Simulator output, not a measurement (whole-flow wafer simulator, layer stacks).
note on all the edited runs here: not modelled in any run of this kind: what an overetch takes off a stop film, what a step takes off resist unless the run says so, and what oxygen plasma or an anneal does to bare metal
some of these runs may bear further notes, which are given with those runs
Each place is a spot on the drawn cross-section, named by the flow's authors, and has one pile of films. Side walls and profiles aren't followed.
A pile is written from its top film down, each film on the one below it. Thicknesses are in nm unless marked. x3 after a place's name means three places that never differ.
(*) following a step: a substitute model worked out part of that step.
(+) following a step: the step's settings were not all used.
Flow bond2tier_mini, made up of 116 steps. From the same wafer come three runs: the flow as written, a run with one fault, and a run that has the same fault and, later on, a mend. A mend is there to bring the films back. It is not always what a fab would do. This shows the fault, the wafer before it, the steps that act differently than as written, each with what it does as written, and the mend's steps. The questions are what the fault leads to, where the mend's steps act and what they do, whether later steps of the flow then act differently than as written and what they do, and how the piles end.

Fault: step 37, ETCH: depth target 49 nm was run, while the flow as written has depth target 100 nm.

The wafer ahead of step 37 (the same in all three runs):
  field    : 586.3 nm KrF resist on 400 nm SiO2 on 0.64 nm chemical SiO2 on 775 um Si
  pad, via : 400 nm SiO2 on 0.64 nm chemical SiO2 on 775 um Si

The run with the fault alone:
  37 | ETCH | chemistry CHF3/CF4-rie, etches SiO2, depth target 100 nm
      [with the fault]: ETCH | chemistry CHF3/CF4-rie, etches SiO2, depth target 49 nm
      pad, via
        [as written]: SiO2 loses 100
        [with the fault]: SiO2 loses 49
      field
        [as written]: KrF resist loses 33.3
        [with the fault]: KrF resist loses 16.3
  Steps further on in the flow that do not act as written (1 more step, not shown, differs only slightly: by at most 2% or 0.5 nm, whichever is larger):
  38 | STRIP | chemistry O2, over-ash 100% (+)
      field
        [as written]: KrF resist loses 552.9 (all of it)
        [with the fault]: KrF resist loses 569.9 (all of it)
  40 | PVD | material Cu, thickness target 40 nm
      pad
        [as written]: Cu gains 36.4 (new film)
        [with the fault]: Cu gains 38.2 (new film)
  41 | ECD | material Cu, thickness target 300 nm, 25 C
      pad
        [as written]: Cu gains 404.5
        [with the fault]: Cu gains 351.2
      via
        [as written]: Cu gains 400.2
        [with the fault]: Cu gains 349
  At pad, the piles at the end differ from the flow's by more than 2% or 0.5 nm, whichever is larger.
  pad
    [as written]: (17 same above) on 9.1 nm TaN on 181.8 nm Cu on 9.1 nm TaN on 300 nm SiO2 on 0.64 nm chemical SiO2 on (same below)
    [with the fault]: (17 same above) on 9.1 nm TaN on 130.3 nm Cu on 9.56 nm TaN on 351 nm SiO2 on 0.64 nm chemical SiO2 on (same below)

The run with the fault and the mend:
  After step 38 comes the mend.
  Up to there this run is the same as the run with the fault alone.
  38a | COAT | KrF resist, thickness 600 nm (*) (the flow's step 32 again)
      field
        KrF resist gains 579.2 (new film)
      pad
        KrF resist gains 621.7 (new film)
      via
        KrF resist gains 619 (new film)
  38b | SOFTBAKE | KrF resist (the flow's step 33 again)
      alters no film at any place that is followed
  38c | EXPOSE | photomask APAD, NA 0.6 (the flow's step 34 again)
      alters no film at any place that is followed
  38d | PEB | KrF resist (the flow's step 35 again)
      alters no film at any place that is followed
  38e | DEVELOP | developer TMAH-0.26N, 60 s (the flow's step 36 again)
      field
        KrF resist loses 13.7
      pad
        KrF resist loses 621.7 (all of it)
      via
        KrF resist loses 619 (all of it)
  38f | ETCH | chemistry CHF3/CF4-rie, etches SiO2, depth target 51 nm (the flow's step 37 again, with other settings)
      pad, via
        SiO2 loses 51
      field
        KrF resist loses 17
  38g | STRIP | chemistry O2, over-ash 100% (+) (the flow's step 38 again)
      field
        KrF resist loses 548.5 (all of it)
  Every later step of the flow that is run acts as written at every place that is followed.
  By the end, the piles equal the flow's at every place that both follow.
